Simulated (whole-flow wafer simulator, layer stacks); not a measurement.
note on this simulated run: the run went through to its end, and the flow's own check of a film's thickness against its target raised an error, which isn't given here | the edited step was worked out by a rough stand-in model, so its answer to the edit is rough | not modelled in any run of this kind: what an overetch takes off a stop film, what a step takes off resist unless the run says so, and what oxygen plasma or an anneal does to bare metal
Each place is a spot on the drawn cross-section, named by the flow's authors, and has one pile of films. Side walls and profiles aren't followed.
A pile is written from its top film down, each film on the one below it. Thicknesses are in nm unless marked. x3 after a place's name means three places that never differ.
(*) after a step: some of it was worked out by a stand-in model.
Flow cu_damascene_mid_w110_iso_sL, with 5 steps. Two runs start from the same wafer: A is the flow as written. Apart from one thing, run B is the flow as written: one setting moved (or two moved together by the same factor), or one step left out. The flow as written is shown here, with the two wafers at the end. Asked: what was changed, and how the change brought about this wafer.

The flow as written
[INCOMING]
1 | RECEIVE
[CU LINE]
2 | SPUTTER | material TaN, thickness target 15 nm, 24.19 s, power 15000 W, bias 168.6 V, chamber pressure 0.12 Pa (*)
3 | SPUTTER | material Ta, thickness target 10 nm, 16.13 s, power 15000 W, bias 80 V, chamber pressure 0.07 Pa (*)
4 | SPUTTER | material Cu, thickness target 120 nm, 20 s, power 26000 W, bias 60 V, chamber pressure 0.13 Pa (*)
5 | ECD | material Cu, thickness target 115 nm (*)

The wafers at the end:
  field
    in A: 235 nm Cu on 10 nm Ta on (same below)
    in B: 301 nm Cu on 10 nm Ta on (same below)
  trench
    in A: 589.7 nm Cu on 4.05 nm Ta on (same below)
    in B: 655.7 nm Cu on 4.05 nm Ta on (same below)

The reason: step 4, SPUTTER: thickness target 186 nm was run, whereas the flow has thickness target 120 nm; step 4, SPUTTER: 31 s was run, where the flow has 20 s.

How this came from the change, step by step:
  4 | SPUTTER | material Cu, thickness target 120 nm, 20 s, power 26000 W, bias 60 V, chamber pressure 0.13 Pa (*)
      field: A Cu gains 120 (new film) | B Cu gains 186 (new film)
      trench: A Cu gains 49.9 (new film) | B Cu gains 77.4 (new film)
  5 | ECD | material Cu, thickness target 115 nm (*)
      trench: A Cu gains 539.8 | B Cu gains 578.3
